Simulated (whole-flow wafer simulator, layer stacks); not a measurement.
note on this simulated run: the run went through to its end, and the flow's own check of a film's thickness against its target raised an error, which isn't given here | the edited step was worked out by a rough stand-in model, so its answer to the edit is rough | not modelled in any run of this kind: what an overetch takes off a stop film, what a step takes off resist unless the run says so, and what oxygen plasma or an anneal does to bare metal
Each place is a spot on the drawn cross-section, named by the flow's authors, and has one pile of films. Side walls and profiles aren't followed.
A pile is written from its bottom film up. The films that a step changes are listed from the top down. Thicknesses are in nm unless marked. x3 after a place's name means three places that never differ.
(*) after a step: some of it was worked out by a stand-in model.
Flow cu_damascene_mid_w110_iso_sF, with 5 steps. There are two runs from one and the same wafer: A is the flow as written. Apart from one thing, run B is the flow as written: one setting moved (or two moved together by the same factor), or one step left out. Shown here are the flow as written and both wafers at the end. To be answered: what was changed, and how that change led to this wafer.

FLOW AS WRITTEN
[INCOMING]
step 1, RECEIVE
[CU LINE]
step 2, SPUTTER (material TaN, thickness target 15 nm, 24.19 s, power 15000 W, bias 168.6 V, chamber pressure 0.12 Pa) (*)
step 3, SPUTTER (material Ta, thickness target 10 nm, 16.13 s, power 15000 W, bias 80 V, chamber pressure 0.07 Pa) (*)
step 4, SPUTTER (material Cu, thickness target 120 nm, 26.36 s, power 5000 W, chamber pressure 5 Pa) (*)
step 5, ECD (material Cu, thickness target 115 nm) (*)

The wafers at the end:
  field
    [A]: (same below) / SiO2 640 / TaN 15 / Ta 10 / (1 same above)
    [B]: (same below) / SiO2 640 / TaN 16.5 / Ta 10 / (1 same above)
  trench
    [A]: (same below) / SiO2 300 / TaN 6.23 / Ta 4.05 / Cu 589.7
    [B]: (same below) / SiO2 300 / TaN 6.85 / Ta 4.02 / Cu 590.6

What caused this: step 2, SPUTTER: thickness target 16.5 nm was run, though the flow has thickness target 15 nm; step 2, SPUTTER: 26.61 s was run, where the flow has 24.19 s.
The wafer lets one read it off: field has TaN 16.5, and step 2 as written asks for 15 nm.

The path from the change to this, step by step:
  step 2, SPUTTER (material TaN, thickness target 15 nm, 24.19 s, power 15000 W, bias 168.6 V, chamber pressure 0.12 Pa) (*)
      field: A TaN gains 15 (new film) | B TaN gains 16.5 (new film)
      trench: A TaN gains 6.23 (new film) | B TaN gains 6.85 (new film)
